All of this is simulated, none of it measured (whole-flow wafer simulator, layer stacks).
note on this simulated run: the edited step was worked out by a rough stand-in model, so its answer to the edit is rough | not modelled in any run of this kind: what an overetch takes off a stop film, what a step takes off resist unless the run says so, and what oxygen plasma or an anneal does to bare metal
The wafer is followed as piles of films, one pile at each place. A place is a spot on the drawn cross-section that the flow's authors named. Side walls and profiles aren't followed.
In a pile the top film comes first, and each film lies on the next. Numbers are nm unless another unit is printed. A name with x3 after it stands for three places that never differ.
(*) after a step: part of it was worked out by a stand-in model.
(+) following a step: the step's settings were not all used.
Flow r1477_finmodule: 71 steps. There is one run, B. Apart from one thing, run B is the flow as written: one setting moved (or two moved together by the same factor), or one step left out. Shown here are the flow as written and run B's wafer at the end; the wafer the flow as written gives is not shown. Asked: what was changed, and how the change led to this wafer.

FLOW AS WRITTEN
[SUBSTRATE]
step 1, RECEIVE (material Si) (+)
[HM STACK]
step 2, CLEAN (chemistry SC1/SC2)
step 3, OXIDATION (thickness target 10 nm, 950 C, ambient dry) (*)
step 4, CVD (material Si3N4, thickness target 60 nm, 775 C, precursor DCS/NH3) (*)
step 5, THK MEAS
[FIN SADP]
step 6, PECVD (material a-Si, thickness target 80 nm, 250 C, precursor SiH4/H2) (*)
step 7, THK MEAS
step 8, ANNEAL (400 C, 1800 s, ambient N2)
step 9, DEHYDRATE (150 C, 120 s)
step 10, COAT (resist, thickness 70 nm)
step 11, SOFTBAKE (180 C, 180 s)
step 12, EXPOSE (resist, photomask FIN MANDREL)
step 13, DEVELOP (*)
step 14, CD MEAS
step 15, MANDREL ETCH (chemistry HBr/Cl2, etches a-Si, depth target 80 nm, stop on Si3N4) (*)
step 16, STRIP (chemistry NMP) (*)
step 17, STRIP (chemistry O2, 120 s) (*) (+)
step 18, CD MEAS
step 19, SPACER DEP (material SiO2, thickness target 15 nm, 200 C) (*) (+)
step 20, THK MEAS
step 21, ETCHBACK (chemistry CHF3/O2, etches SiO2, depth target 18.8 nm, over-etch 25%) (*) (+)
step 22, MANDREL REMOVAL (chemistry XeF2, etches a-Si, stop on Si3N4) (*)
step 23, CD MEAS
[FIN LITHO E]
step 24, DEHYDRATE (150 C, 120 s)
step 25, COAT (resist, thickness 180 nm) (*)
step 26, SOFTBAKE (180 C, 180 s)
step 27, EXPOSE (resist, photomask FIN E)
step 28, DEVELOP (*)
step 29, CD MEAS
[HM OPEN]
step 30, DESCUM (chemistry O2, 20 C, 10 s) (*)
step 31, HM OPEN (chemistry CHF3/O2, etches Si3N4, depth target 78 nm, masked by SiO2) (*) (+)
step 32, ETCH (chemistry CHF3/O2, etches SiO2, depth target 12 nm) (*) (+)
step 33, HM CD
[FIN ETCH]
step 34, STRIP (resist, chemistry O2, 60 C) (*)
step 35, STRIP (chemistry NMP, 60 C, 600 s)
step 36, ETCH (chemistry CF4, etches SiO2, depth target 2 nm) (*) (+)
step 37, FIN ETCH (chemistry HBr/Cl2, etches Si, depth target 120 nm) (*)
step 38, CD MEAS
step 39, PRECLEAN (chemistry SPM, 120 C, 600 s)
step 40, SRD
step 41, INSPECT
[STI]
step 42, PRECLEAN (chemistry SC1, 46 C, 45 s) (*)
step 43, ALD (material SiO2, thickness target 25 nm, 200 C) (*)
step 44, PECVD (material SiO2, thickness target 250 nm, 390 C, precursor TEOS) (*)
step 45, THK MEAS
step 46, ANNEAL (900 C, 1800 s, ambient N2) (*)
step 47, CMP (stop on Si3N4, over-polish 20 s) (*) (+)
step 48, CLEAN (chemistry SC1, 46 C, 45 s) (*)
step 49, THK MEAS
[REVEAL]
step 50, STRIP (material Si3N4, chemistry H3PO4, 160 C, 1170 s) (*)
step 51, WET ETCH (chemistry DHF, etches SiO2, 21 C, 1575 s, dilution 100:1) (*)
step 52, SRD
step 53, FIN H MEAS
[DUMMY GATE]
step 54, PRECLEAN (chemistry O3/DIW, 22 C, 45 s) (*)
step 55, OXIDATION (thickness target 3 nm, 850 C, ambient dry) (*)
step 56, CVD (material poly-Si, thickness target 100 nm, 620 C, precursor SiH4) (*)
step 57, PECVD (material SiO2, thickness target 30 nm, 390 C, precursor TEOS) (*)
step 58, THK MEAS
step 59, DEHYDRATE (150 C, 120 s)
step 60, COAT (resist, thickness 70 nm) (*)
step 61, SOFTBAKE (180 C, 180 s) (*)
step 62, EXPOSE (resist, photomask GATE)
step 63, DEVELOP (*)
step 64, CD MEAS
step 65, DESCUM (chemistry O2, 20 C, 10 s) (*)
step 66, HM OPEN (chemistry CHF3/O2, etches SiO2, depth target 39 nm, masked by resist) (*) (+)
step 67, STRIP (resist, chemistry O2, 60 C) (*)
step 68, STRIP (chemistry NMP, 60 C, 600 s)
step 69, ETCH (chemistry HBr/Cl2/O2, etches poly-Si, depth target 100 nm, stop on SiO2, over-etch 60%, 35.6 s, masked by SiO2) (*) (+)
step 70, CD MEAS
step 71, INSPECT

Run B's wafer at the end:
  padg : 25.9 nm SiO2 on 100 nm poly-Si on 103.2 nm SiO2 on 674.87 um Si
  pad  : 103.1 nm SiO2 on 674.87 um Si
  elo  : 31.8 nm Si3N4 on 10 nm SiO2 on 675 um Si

Cause: step 69, ETCH: depth target 77 nm was run, though the flow has depth target 100 nm; step 69, ETCH: 27.4 s was run, where the flow has 35.6 s.

The path from the change to this, step by step:
  step 69, ETCH (chemistry HBr/Cl2/O2, etches poly-Si, depth target 100 nm, stop on SiO2, over-etch 60%, 35.6 s, masked by SiO2) (*) (+)
      padg, elg, esg and 15 more: -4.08 SiO2 (in the flow as written it would be: -5.3 SiO2)
